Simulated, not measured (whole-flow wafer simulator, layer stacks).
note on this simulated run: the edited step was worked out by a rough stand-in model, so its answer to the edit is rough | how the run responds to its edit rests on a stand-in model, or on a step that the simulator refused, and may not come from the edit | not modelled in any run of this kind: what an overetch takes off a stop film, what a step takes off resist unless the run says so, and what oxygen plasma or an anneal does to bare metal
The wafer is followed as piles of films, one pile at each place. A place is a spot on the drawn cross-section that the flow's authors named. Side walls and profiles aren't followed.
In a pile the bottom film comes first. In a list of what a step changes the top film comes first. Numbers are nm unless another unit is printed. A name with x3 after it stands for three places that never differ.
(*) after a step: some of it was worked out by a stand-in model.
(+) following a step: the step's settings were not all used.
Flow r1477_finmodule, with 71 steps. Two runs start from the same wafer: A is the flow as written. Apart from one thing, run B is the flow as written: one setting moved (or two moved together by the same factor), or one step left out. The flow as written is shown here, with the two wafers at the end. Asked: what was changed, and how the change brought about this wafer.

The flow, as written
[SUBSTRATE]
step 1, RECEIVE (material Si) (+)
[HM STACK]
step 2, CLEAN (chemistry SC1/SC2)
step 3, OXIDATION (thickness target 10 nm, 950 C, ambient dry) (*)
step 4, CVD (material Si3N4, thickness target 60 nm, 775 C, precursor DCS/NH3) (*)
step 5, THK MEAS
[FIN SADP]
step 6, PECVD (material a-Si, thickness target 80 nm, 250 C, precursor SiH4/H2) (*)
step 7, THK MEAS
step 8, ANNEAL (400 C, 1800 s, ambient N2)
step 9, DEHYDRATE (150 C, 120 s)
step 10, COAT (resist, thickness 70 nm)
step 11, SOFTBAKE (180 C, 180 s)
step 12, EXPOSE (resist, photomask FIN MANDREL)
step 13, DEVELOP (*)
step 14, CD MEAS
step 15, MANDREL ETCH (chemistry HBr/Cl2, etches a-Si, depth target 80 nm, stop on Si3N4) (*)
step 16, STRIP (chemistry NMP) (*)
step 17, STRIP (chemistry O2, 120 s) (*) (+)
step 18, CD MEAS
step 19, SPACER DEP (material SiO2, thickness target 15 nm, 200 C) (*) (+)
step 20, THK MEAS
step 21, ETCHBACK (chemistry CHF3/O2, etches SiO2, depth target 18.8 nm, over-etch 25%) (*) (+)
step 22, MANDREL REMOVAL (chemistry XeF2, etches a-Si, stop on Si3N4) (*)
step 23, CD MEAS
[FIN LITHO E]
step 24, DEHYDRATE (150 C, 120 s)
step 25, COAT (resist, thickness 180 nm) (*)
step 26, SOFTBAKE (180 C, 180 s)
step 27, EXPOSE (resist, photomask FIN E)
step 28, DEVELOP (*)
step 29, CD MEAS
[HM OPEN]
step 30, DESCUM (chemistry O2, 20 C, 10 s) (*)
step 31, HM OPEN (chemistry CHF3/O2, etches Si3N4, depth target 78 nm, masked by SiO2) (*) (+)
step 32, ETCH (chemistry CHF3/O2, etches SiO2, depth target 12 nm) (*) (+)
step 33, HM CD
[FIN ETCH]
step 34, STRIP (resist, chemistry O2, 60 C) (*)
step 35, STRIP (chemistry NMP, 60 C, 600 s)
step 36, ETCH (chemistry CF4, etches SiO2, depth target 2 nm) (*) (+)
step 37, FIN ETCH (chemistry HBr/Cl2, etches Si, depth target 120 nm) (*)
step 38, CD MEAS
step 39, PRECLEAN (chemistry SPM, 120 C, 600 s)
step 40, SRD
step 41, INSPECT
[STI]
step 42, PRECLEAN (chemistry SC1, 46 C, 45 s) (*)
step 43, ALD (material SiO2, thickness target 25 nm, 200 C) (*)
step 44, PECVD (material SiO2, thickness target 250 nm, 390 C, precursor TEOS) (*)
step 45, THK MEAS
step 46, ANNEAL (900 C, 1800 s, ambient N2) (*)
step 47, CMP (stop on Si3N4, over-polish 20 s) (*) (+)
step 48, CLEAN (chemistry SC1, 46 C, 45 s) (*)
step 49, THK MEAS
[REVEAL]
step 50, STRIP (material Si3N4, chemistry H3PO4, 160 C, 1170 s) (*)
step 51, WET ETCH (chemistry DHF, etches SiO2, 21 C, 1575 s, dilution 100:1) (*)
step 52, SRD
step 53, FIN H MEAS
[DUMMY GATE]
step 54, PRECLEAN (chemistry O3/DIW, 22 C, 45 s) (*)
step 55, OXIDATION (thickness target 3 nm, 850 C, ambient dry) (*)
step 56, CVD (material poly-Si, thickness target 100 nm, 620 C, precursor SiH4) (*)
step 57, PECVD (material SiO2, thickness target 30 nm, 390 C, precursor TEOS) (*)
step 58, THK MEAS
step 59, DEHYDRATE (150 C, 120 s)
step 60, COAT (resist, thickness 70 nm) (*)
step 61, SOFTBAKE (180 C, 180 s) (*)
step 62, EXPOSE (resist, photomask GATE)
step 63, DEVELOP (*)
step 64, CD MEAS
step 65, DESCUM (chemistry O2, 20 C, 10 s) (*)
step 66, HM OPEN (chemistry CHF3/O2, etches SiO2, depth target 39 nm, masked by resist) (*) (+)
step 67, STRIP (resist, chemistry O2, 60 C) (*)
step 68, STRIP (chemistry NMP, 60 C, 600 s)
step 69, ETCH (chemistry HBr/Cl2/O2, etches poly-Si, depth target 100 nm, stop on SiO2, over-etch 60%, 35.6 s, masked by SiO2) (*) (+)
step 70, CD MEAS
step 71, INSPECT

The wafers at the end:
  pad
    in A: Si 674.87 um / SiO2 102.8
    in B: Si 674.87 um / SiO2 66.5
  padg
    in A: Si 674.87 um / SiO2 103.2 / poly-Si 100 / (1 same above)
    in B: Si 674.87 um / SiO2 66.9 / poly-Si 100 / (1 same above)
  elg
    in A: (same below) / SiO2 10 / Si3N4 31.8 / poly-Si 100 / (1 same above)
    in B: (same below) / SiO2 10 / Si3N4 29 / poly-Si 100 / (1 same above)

The reason: step 51, WET ETCH: 2244 s was run, whereas the flow has 1575 s.

Step by step, how the change led to this:
  step 51, WET ETCH (chemistry DHF, etches SiO2, 21 C, 1575 s, dilution 100:1) (*)
      pad, padg, e40sg and 12 more: A -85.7 SiO2 | B -122.1 SiO2
      elg, e40lg, e100lg, e200lg, elo, e40lo, e100lo, e200lo: A -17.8 SiO2 (all of it), -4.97 Si3N4 | B -17.8 SiO2 (all of it), -7.7 Si3N4
      (as well as at 7 more places)
  step 56, CVD (material poly-Si, thickness target 100 nm, 620 C, precursor SiH4) (*)
      s40cg, s40co: A +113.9 poly-Si (new film) | B +149.5 poly-Si (new film)
      s45cg, s45co: A +113.4 poly-Si (new film) | B +149.5 poly-Si (new film)
      (as well as at 3 more places)
  step 60, COAT (resist, thickness 70 nm) (*)
      e40lg, e100lg, e200lg, elo, e40lo, e100lo, e200lo: A +66.9 resist (new film) | B +65.2 resist (new film)
      e40sg, eso, e40so: A +129.5 resist (new film) | B +161.4 resist (new film)
      (as well as at 16 more places)
  step 63, DEVELOP (*)
      elo, e40lo, e100lo, e200lo: A -66.9 resist (all of it) | B -65.2 resist (all of it)
      eso, e40so: A -129.5 resist (all of it) | B -161.4 resist (all of it)
      (as well as at 8 more places)
  step 67, STRIP (resist, chemistry O2, 60 C) (*)
      e40lg, e100lg, e200lg: A -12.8 resist (all of it) | B -11.1 resist (all of it)
      e40sg: A -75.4 resist (all of it) | B -107.3 resist (all of it)
      (as well as at 10 more places)
  step 69, ETCH (chemistry HBr/Cl2/O2, etches poly-Si, depth target 100 nm, stop on SiO2, over-etch 60%, 35.6 s, masked by SiO2) (*) (+)
      s40co: A -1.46 chemical SiO2 (all of it), -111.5 poly-Si (all of it), -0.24 SiO2 | B -1.59 chemical SiO2 (all of it), -147 poly-Si (all of it), -0.06 SiO2
      s45co: A -1.46 chemical SiO2 (all of it), -110.9 poly-Si (all of it), -0.25 SiO2 | B -1.59 chemical SiO2 (all of it), -147 poly-Si (all of it), -0.06 SiO2
      (as well as at 1 more place)
